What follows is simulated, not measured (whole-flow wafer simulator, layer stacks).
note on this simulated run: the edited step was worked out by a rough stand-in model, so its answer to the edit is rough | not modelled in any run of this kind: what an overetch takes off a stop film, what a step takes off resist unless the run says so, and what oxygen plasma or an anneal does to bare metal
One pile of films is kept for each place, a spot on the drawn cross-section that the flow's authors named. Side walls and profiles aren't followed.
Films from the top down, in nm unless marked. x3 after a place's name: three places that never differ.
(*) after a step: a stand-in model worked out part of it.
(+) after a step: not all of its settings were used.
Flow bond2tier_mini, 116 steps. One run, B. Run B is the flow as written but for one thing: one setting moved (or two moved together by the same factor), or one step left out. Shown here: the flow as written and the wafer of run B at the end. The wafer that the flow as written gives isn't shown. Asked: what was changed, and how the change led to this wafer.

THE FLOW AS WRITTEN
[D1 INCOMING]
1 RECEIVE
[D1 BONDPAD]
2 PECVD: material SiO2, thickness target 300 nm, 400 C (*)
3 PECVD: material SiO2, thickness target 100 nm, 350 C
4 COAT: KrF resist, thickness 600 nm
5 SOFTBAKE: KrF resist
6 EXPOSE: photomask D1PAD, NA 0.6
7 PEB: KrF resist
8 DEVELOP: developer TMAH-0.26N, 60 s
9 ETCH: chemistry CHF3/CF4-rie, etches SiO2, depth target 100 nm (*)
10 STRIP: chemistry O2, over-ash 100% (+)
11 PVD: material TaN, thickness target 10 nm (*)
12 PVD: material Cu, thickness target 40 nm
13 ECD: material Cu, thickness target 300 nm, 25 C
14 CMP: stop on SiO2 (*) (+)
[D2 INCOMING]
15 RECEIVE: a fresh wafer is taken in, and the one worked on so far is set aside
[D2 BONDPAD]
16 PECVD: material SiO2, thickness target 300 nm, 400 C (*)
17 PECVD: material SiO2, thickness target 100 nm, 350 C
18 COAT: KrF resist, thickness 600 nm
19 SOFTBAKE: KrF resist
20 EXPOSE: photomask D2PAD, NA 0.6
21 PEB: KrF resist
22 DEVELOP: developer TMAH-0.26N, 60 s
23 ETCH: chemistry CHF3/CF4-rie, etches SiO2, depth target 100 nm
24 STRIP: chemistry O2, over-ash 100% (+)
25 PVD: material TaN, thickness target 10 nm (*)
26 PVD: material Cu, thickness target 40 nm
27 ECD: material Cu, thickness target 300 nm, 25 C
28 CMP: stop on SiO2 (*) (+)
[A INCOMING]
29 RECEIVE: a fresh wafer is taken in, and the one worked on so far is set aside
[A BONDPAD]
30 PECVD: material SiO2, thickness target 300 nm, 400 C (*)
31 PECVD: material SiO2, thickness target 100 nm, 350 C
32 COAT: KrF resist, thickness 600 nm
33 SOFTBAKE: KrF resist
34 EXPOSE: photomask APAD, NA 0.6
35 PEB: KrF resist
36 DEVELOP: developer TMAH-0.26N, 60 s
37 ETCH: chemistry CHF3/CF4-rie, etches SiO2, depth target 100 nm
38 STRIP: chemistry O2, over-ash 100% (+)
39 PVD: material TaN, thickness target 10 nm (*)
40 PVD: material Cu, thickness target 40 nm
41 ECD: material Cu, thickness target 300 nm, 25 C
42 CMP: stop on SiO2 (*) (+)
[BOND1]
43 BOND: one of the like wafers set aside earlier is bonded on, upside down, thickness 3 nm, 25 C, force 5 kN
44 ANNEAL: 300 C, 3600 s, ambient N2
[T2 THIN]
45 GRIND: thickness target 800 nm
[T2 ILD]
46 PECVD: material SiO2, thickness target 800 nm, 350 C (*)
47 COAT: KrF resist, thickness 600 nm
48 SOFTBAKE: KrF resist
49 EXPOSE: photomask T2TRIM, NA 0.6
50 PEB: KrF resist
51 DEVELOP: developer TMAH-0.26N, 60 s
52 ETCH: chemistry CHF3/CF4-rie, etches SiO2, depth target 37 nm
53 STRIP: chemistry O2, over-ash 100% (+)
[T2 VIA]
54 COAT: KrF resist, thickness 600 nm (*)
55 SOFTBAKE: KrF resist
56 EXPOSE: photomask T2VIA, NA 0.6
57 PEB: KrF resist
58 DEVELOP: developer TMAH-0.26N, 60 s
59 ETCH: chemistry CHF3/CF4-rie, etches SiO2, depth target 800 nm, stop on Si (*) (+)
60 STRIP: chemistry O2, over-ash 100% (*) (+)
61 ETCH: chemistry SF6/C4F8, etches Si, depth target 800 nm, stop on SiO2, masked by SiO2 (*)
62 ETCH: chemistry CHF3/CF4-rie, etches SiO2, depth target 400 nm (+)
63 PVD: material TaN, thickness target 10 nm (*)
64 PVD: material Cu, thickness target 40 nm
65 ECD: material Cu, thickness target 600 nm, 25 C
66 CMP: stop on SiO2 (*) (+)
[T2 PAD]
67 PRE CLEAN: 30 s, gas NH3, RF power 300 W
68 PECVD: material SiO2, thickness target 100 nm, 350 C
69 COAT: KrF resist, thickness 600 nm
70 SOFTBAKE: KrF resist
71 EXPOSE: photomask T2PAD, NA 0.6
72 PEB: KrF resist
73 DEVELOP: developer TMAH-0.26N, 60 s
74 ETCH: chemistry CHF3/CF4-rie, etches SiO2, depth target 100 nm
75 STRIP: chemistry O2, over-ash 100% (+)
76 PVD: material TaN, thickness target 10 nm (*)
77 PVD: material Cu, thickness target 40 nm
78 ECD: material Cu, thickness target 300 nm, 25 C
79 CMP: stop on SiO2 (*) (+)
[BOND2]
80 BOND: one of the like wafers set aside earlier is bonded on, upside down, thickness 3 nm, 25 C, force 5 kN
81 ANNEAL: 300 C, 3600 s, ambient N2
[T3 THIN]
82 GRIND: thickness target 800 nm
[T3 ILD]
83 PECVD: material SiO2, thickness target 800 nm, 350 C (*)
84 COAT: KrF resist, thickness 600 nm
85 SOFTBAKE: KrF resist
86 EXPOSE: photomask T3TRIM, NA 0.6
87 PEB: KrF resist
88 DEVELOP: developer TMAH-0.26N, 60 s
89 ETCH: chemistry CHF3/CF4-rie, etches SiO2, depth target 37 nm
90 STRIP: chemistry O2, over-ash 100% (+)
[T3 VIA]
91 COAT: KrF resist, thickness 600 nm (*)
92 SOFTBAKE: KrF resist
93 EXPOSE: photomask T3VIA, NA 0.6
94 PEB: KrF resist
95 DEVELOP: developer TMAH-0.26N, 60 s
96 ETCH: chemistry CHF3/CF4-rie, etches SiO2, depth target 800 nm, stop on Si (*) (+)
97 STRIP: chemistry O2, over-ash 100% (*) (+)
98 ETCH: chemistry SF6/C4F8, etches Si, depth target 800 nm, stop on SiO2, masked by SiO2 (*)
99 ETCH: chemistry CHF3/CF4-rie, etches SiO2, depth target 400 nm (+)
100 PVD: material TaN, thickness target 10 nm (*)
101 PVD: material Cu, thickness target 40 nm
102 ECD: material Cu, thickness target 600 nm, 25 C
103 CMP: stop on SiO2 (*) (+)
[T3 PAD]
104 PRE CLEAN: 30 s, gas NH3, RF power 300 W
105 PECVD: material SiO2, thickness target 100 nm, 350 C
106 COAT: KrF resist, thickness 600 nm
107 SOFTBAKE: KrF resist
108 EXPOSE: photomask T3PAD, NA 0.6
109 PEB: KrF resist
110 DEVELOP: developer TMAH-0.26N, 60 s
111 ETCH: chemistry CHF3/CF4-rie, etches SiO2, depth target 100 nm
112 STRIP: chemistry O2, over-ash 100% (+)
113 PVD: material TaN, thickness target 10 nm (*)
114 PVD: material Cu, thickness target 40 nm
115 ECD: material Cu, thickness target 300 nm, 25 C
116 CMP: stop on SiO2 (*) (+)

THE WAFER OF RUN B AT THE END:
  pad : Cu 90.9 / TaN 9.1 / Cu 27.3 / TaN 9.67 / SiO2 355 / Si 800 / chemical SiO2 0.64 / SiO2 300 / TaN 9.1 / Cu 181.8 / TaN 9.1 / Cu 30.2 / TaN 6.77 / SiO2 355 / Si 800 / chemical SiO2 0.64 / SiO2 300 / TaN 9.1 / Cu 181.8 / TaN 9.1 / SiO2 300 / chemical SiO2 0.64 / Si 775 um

The cause: step 63, PVD: thickness target 7 nm was run, where the flow has thickness target 10 nm.

How the change led to this, step by step:
  63 PVD: material TaN, thickness target 10 nm (*)
      field: TaN +7 (new film) (as written it would be: TaN +10 (new film))
      pad: TaN +6.77 (new film) (as written it would be: TaN +9.67 (new film))
  66 CMP: stop on SiO2 (*) (+)
      field: Cu -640 (all of it), TaN -7 (all of it) (as written it would be: Cu -640 (all of it), TaN -10 (all of it))
